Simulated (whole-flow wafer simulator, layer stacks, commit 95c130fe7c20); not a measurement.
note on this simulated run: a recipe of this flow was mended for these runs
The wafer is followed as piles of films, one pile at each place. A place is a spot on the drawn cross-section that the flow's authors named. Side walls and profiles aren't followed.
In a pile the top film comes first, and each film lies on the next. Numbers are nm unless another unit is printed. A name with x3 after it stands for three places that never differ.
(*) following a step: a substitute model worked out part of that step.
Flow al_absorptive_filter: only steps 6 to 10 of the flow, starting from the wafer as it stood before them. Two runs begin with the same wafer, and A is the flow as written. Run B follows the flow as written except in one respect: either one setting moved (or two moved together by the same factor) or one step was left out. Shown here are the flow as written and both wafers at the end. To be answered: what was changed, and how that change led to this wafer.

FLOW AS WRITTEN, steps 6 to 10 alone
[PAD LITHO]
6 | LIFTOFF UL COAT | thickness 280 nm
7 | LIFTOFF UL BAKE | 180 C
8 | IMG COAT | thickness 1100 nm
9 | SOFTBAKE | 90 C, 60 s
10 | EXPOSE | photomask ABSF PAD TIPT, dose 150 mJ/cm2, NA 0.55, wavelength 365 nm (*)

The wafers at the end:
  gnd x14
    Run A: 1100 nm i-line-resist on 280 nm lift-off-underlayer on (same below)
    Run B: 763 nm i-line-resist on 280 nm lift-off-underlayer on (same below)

What caused this: step 8, IMG COAT: thickness 763 nm was run, though the flow has thickness 1100 nm.
One can read it off the wafer: gnd x14 has i-line-resist 763, and step 8 as written asks for 1100 nm.

The path from the change to this, step by step:
  8 | IMG COAT | thickness 1100 nm
      gnd x14: A +1100 i-line-resist (new film) | B +763 i-line-resist (new film)
